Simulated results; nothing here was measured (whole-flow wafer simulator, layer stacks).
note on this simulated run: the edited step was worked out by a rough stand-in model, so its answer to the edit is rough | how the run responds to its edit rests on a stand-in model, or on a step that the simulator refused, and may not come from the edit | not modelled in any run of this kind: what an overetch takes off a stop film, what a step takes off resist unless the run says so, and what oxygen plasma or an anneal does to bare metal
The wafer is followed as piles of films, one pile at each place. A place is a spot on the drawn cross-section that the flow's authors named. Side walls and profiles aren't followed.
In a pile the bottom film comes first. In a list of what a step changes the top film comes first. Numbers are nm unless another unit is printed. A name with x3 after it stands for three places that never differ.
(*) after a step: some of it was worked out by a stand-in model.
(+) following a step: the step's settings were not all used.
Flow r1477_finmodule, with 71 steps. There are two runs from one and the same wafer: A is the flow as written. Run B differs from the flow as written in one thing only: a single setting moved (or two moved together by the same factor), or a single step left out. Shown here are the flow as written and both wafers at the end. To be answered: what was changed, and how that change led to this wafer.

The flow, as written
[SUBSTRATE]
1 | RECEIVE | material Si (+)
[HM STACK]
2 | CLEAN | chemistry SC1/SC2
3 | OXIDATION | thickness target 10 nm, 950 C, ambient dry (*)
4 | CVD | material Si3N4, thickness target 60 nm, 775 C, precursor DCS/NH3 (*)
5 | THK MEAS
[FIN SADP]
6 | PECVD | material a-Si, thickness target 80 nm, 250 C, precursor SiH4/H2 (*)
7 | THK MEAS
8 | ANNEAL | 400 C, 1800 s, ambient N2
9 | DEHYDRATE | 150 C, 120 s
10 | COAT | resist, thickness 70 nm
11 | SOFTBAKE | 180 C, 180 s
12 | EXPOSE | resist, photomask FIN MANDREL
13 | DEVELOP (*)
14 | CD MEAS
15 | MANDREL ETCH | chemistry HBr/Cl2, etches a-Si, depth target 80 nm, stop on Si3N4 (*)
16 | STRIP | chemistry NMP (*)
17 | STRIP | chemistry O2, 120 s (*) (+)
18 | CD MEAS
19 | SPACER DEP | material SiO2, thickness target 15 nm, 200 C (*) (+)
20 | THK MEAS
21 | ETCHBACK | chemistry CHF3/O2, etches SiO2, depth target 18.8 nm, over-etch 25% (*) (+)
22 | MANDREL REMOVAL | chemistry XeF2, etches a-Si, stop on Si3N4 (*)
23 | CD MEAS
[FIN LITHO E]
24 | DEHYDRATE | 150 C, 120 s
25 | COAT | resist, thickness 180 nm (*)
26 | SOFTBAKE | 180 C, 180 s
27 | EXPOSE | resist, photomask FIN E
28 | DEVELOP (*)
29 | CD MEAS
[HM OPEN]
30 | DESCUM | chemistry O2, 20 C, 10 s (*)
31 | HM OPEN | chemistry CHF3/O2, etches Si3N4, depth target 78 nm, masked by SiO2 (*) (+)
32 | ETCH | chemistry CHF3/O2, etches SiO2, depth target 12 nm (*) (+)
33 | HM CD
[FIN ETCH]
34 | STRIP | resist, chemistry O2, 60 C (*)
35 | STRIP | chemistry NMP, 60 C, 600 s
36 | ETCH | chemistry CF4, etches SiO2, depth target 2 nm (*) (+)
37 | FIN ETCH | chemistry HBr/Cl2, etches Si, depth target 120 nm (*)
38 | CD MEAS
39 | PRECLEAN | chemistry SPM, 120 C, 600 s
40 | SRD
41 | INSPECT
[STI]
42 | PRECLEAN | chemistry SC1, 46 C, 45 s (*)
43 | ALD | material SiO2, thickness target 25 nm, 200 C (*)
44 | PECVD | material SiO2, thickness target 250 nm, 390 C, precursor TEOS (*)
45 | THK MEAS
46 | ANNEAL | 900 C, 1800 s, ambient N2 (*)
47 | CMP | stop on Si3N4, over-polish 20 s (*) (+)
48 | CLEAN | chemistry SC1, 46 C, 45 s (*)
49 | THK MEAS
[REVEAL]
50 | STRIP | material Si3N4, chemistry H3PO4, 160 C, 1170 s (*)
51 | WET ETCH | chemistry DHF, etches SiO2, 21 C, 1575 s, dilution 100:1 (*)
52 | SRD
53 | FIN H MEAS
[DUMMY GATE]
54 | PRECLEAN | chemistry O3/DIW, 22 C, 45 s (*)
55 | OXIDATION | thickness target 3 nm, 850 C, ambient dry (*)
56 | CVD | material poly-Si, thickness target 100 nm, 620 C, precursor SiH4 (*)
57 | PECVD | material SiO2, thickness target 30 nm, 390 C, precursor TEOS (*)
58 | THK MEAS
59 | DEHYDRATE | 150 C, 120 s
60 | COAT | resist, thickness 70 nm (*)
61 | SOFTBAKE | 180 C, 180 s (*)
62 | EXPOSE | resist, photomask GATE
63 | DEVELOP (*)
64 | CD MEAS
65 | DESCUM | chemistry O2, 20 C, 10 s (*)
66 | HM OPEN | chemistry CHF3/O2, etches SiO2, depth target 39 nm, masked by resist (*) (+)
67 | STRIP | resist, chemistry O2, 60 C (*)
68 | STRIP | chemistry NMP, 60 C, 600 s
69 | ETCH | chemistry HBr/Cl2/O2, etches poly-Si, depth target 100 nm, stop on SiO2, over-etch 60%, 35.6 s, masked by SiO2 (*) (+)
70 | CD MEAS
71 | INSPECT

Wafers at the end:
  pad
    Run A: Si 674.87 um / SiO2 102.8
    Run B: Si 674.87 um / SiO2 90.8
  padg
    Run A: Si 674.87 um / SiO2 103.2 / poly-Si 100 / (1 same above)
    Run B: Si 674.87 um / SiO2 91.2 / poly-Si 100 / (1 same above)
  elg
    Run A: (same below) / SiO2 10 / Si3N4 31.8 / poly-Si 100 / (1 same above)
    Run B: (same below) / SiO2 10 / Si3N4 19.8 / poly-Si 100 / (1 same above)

The reason: step 4, CVD: thickness target 48 nm was run, though the flow has thickness target 60 nm.

The path from the change to this, step by step:
  4 | CVD | material Si3N4, thickness target 60 nm, 775 C, precursor DCS/NH3 (*)
      pad, padg, elg and 33 more: A +60 Si3N4 (new film) | B +48 Si3N4 (new film)
  31 | HM OPEN | chemistry CHF3/O2, etches Si3N4, depth target 78 nm, masked by SiO2 (*) (+)
      pad, padg, esg and 13 more: A -56.4 Si3N4 (all of it), -10 SiO2 (all of it) | B -44.4 Si3N4 (all of it), -10 SiO2 (all of it)
      elg, e40lg, e100lg, e200lg, elo, e40lo, e100lo, e200lo: A -78 resist | B -66.6 resist
      (and at 12 other places as well)
  34 | STRIP | resist, chemistry O2, 60 C (*)
      elg, e40lg, e100lg, e200lg, elo, e40lo, e100lo, e200lo: A -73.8 resist (all of it) | B -85.2 resist (all of it)
  43 | ALD | material SiO2, thickness target 25 nm, 200 C (*)
      s40cg, s45cg, s50cg, s40co, s45co, s50co: A +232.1 SiO2 (new film) | B +225.8 SiO2 (new film)
      esg: A +194.3 SiO2 (new film) | B +182.2 SiO2 (new film)
  47 | CMP | stop on Si3N4, over-polish 20 s (*) (+)
      pad, padg, e40sg and 11 more: A -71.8 SiO2 | B -83.8 SiO2
      s40cg, s45cg, s50cg, s40co, s45co, s50co: A -279 SiO2 | B -284.7 SiO2
      (and at 7 other places as well)
  50 | STRIP | material Si3N4, chemistry H3PO4, 160 C, 1170 s (*)
      s40sg_line, s45sg_line, s50sg_line, s40so_line, s45so_line, s50so_line: A -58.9 Si3N4 (all of it), -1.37 SiO2 | B -46.9 Si3N4 (all of it), -1.74 SiO2
  56 | CVD | material poly-Si, thickness target 100 nm, 620 C, precursor SiH4 (*)
      s40cg, s40co: A +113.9 poly-Si (new film) | B +127.9 poly-Si (new film)
      s45cg, s45co: A +113.4 poly-Si (new film) | B +127.9 poly-Si (new film)
      (and at 2 other places as well)
  60 | COAT | resist, thickness 70 nm (*)
      s40cg, s40co: A +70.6 resist (new film) | B +68.6 resist (new film)
      s40sg, s40so: A +91 resist (new film) | B +103 resist (new film)
      (and at 8 other places as well)
  63 | DEVELOP (*)
      s40co: A -70.6 resist (all of it) | B -68.6 resist (all of it)
      s40so: A -91 resist (all of it) | B -103 resist (all of it)
      (and at 4 other places as well)
  67 | STRIP | resist, chemistry O2, 60 C (*)
      s40cg: A -16.5 resist (all of it) | B -14.5 resist (all of it)
      s40sg: A -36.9 resist (all of it) | B -48.9 resist (all of it)
      (and at 4 other places as well)
  69 | ETCH | chemistry HBr/Cl2/O2, etches poly-Si, depth target 100 nm, stop on SiO2, over-etch 60%, 35.6 s, masked by SiO2 (*) (+)
      s40co: A -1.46 chemical SiO2 (all of it), -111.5 poly-Si (all of it), -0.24 SiO2 | B -1.46 chemical SiO2 (all of it), -125.5 poly-Si (all of it), -0.17 SiO2
      s45co: A -1.46 chemical SiO2 (all of it), -110.9 poly-Si (all of it), -0.25 SiO2 | B -1.46 chemical SiO2 (all of it), -125.5 poly-Si (all of it), -0.17 SiO2
      (and at 1 other place as well)
